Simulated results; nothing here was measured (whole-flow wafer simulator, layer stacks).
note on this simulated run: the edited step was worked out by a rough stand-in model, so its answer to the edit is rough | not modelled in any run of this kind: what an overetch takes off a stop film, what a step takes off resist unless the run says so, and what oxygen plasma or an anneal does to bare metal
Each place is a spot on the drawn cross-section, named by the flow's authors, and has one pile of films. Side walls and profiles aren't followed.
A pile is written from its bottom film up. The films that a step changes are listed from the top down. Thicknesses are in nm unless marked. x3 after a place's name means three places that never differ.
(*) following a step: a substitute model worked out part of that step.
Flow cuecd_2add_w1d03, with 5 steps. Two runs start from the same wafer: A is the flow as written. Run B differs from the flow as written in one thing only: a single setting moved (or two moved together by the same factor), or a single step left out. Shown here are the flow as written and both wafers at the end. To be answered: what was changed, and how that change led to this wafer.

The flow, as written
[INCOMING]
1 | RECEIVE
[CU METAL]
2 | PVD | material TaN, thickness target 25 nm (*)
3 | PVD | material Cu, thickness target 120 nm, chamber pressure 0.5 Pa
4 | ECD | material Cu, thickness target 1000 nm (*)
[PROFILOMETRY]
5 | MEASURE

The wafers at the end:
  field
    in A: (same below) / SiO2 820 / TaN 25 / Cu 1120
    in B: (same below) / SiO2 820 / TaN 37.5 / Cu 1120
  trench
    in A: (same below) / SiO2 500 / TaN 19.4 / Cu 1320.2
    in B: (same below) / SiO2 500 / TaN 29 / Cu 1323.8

The reason: step 2, PVD: thickness target 37.5 nm was run, whereas the flow has thickness target 25 nm.
The wafer itself shows it: field has TaN 37.5, and step 2 as written asks for 25 nm.

The path from the change to this, step by step:
  2 | PVD | material TaN, thickness target 25 nm (*)
      field: A +25 TaN (new film) | B +37.5 TaN (new film)
      trench: A +19.4 TaN (new film) | B +29 TaN (new film)
